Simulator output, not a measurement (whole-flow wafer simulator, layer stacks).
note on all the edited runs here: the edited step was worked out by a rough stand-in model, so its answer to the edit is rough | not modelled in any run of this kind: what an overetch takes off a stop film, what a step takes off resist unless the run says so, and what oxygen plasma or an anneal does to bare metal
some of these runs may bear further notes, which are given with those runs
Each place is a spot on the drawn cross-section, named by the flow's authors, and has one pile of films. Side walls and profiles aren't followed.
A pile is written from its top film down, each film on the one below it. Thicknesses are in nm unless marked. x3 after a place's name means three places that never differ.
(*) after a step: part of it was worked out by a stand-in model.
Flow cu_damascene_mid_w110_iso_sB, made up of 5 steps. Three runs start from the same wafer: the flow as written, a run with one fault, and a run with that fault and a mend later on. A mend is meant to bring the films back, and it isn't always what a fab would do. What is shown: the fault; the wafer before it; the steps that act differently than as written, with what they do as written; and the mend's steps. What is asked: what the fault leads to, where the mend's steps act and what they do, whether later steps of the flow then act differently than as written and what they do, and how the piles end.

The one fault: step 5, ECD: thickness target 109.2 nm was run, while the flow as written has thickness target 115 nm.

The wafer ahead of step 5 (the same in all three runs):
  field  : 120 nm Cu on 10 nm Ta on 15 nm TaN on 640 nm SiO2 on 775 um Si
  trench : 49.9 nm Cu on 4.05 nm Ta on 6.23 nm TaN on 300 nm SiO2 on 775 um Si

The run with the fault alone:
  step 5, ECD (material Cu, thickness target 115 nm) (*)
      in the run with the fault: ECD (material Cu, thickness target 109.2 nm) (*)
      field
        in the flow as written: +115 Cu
        in the run with the fault: +109.2 Cu
  Every later step of the flow that is run acts as written at every place that is followed.
  By the end, the piles at field depart from the flow's by more than 2% or 0.5 nm, whichever is larger.
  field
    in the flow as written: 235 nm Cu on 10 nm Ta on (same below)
    in the run with the fault: 229.2 nm Cu on 10 nm Ta on (same below)

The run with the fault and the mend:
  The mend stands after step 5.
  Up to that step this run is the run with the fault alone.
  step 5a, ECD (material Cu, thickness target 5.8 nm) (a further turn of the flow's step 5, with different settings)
      field, trench
        +5.8 Cu
  Every later step of the flow that is run acts as written at every place that is followed.
  At every place that both follow, the piles at the end match the flow's.
